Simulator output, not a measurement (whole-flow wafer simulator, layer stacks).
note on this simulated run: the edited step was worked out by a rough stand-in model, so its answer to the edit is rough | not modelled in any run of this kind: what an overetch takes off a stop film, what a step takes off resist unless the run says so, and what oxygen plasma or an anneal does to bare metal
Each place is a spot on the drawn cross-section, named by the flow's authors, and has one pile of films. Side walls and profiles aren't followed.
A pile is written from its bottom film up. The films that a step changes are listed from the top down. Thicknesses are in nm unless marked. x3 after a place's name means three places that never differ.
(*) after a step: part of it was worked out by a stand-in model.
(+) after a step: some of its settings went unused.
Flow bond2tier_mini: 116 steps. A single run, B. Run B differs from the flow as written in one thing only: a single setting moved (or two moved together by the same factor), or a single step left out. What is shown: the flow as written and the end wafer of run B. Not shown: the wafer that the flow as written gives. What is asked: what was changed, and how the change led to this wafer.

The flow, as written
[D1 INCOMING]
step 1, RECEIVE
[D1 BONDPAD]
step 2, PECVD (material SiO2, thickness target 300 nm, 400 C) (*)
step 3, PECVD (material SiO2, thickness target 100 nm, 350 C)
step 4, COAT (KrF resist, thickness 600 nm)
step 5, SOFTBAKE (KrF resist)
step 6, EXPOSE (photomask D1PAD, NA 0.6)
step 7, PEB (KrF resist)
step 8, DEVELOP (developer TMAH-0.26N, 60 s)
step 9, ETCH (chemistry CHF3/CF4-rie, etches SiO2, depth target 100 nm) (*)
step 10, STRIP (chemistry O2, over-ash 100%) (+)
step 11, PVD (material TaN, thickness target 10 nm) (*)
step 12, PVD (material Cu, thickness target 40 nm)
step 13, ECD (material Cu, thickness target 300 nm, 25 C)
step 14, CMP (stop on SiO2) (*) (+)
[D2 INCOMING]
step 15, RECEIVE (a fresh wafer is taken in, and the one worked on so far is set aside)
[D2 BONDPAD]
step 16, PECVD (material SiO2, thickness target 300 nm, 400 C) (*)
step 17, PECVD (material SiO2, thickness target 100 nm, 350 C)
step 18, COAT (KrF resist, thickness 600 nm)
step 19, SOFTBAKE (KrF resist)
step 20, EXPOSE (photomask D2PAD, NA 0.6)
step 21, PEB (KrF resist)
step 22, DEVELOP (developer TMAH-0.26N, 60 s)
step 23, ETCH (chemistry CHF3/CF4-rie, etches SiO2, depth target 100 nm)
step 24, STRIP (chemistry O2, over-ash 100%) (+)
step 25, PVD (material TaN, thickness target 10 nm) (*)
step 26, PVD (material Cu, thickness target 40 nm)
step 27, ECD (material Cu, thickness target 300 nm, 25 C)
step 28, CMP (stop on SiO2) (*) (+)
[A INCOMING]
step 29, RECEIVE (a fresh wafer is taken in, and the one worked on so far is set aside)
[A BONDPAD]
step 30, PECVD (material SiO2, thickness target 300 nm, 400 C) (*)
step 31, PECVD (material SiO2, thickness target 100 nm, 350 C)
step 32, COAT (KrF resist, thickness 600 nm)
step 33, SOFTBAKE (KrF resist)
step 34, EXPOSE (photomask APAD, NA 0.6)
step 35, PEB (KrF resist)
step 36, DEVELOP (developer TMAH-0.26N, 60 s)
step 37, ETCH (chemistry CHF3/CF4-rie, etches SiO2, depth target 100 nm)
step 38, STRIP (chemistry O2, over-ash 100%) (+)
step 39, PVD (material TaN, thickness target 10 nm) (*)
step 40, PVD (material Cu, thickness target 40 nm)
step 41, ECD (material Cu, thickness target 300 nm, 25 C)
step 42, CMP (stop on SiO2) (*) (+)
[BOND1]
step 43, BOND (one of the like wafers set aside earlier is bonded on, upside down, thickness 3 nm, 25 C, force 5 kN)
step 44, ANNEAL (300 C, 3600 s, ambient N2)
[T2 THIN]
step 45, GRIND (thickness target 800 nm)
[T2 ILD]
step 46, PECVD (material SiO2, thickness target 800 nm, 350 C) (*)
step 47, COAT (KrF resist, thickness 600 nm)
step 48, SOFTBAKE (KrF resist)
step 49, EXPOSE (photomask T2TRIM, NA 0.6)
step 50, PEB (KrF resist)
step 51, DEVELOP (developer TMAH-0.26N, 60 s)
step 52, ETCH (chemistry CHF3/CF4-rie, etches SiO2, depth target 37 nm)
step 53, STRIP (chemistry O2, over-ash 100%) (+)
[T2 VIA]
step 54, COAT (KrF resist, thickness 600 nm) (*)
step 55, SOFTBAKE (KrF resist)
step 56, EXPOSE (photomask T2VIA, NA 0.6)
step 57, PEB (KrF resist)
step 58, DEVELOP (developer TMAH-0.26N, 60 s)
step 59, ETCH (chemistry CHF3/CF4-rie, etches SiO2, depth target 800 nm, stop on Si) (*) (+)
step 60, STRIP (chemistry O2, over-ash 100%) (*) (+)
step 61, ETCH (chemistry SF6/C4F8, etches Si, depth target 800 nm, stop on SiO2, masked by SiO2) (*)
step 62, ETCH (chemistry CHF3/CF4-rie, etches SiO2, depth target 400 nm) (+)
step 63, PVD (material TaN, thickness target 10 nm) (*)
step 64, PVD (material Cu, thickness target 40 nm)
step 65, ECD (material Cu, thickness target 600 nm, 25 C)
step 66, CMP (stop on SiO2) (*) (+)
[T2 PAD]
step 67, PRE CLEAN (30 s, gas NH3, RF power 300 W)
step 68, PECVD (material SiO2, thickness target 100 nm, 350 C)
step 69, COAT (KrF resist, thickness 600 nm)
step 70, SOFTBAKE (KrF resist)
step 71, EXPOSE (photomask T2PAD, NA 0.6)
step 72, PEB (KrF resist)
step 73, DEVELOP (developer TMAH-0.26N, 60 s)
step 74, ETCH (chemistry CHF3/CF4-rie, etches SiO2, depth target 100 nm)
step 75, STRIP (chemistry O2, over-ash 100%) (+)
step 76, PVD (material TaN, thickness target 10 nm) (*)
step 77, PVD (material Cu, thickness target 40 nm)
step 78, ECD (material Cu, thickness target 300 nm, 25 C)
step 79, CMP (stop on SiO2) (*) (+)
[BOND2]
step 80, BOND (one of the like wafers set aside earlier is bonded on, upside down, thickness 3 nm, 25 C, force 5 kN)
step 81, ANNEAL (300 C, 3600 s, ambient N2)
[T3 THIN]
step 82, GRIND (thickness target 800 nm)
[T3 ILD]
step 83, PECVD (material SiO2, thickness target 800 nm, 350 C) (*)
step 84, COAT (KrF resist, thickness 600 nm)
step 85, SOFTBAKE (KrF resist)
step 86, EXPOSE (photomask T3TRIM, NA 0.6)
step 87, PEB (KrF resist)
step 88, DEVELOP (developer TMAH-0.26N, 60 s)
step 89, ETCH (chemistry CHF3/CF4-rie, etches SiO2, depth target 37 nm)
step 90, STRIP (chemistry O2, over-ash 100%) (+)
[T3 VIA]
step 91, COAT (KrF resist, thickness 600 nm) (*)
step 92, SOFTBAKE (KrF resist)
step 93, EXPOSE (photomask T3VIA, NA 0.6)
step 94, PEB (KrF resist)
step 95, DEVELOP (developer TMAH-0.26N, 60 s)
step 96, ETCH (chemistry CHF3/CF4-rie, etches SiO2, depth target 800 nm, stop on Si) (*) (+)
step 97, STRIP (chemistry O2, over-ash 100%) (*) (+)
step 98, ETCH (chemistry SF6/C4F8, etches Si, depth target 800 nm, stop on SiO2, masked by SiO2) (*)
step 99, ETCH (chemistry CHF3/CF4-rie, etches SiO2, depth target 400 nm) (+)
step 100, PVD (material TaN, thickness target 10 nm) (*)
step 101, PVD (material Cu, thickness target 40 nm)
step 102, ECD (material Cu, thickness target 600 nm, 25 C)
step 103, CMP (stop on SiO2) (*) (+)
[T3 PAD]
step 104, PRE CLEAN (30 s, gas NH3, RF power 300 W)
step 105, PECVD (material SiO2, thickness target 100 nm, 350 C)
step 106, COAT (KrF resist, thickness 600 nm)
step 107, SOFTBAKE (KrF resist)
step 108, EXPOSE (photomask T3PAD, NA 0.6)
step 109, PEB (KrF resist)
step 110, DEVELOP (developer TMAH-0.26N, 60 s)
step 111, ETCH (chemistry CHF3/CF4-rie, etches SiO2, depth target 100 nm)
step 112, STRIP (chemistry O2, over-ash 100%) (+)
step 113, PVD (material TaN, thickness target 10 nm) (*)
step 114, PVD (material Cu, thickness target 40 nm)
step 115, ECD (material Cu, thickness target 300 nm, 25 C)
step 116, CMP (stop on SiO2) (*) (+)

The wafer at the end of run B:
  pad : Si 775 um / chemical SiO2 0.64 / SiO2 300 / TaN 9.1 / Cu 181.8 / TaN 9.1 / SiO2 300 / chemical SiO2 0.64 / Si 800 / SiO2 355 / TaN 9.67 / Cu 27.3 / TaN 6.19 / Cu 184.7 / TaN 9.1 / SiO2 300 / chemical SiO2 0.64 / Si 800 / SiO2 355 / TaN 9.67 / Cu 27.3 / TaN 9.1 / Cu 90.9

Cause: step 76, PVD: thickness target 6.8 nm was run, whereas the flow has thickness target 10 nm.

The path from the change to this, step by step:
  step 76, PVD (material TaN, thickness target 10 nm) (*)
      field: +6.8 TaN (new film) (it would be, as written: +10 TaN (new film))
      pad: +6.19 TaN (new film) (it would be, as written: +9.1 TaN (new film))
  step 79, CMP (stop on SiO2) (*) (+)
      field: -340 Cu (all of it), -6.8 TaN (all of it) (it would be, as written: -340 Cu (all of it), -10 TaN (all of it))
